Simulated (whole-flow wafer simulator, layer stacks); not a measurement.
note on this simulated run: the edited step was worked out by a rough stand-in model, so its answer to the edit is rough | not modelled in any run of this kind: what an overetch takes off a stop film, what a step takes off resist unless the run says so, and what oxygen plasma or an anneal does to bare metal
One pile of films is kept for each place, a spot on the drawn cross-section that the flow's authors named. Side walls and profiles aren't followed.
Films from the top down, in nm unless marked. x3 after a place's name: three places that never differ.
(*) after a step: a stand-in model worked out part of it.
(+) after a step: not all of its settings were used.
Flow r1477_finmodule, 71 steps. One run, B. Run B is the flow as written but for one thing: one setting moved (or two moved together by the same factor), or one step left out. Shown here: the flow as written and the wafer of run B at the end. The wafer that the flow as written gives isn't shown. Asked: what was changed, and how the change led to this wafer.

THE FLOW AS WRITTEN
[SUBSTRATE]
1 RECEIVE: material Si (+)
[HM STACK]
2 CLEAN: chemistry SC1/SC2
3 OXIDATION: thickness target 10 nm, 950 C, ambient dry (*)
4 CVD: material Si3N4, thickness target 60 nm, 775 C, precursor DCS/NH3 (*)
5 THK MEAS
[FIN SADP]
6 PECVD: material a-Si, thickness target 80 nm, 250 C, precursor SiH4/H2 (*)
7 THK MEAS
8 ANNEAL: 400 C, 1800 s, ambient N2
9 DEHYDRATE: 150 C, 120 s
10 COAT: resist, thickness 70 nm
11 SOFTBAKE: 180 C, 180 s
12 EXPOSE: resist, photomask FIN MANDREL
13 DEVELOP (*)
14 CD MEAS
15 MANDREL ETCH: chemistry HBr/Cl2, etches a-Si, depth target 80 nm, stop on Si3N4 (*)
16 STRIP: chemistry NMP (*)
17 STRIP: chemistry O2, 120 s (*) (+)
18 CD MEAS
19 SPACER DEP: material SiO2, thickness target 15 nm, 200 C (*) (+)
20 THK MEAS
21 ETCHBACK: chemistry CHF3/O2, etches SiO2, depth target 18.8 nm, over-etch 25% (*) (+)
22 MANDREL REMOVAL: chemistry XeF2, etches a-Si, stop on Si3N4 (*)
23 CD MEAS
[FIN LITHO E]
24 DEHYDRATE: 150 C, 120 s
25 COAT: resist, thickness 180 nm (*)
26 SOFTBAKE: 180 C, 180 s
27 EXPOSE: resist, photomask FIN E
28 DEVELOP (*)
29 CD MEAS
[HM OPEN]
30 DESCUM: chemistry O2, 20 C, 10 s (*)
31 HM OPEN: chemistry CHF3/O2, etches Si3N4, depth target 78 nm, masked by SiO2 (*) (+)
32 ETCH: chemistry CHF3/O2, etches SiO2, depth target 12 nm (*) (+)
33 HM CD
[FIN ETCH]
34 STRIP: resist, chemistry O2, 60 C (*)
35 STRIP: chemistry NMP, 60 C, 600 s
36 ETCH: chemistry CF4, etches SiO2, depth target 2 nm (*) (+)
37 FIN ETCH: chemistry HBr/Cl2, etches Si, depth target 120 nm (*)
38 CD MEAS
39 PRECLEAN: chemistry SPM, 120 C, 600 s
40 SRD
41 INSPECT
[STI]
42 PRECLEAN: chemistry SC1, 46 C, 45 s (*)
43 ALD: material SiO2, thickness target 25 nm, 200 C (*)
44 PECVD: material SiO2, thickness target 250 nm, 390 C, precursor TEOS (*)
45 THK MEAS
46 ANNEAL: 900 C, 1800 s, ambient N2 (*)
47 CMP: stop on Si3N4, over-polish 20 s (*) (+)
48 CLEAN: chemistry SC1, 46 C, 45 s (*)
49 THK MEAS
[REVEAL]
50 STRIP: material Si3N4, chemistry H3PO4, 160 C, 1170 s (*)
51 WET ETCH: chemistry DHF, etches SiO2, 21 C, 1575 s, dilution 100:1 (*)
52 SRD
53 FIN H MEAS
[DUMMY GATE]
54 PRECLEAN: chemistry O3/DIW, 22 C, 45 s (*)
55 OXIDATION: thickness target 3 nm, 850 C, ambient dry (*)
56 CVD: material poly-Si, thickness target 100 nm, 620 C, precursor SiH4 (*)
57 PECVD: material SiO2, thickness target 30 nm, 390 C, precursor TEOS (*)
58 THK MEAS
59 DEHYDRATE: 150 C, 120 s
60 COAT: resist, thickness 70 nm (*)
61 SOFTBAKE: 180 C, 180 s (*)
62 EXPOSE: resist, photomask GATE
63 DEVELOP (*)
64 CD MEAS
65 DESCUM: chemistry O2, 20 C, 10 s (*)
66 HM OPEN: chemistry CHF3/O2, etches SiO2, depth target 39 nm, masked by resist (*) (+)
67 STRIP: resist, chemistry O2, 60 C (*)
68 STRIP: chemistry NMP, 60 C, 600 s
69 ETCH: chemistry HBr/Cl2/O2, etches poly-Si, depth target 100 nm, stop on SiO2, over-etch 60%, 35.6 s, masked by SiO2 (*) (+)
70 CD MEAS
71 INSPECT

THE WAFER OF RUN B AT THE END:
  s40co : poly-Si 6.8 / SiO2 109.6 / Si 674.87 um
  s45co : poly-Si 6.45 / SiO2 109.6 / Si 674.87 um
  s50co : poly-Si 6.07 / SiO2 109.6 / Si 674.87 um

The cause: step 56, CVD: thickness target 154.6 nm was run, where the flow has thickness target 100 nm.

How the change led to this, step by step:
  56 CVD: material poly-Si, thickness target 100 nm, 620 C, precursor SiH4 (*)
      pad, padg, elg and 26 more: poly-Si +154.6 (new film) (as written it would be: poly-Si +100 (new film))
      s40cg, s40co: poly-Si +169.2 (new film) (as written it would be: poly-Si +113.9 (new film))
      (and at 5 more places)
  67 STRIP: resist, chemistry O2, 60 C (*)
      s40cg: resist -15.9 (all of it) (as written it would be: resist -16.5 (all of it))
      s45cg: resist -16.2 (all of it) (as written it would be: resist -16.9 (all of it))
      (and at 1 more place)
  69 ETCH: chemistry HBr/Cl2/O2, etches poly-Si, depth target 100 nm, stop on SiO2, over-etch 60%, 35.6 s, masked by SiO2 (*) (+)
      pad, eso, e40so, e100so, e200so, s40so, s45so, s50so: chemical SiO2 -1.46 (all of it), poly-Si -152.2 (all of it) (as written it would be: chemical SiO2 -1.46 (all of it), poly-Si -97.6 (all of it), SiO2 -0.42)
      elo, e40lo, e100lo, e200lo: chemical SiO2 -1.46 (all of it), poly-Si -152.2 (all of it) (as written it would be: chemical SiO2 -1.46 (all of it), poly-Si -97.6 (all of it), Si3N4 -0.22)
      (and at 6 more places)
